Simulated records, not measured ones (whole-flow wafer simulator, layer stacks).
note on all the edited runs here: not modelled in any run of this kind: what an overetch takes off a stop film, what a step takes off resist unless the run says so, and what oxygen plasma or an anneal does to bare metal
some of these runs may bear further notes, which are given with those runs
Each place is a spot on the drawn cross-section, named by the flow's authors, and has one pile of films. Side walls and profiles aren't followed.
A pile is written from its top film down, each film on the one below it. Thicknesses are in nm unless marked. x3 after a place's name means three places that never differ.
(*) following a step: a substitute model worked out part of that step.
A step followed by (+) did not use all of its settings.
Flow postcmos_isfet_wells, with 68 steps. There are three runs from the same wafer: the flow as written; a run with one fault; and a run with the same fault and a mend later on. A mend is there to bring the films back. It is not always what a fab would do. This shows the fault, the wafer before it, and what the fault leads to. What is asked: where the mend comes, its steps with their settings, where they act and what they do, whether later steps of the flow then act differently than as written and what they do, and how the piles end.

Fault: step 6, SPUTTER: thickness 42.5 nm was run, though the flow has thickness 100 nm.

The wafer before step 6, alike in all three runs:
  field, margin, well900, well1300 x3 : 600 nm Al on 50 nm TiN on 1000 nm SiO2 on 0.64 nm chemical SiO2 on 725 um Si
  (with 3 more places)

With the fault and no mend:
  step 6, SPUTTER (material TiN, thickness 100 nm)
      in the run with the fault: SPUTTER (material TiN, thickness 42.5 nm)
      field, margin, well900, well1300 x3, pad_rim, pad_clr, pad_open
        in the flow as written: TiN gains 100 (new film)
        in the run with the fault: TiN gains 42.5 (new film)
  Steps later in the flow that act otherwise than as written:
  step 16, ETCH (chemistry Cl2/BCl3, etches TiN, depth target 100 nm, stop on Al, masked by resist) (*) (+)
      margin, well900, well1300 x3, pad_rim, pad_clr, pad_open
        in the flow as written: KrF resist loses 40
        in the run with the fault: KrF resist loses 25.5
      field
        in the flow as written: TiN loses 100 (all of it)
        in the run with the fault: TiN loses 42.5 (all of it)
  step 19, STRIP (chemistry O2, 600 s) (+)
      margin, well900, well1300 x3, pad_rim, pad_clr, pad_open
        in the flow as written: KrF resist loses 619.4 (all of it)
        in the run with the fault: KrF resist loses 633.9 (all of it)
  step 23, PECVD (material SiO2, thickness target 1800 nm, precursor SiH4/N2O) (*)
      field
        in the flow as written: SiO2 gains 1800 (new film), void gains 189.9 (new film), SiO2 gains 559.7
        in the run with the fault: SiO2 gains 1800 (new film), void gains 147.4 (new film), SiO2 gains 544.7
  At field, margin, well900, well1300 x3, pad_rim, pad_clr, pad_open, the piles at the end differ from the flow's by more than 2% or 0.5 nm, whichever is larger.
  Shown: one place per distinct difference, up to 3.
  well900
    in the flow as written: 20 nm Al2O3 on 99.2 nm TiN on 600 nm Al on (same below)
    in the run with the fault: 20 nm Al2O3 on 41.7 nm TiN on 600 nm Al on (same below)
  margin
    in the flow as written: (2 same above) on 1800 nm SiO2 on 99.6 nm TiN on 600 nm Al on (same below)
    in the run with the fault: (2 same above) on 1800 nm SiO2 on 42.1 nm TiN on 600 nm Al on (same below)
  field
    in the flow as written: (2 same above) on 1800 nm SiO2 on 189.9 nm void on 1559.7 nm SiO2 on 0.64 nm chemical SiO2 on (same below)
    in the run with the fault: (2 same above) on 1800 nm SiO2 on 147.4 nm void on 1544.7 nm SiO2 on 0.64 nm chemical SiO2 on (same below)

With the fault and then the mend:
  The mend follows step 6.
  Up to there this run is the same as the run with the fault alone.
  step 6a, SPUTTER (material TiN, thickness 57.5 nm) (the flow's step 6, run once more with other settings)
      field, margin, well900, well1300 x3, pad_rim, pad_clr, pad_open
        TiN gains 57.5
  Every later step of the flow that is run acts as written at every place that is followed.
  The piles end the same as the flow's at every place that both follow.
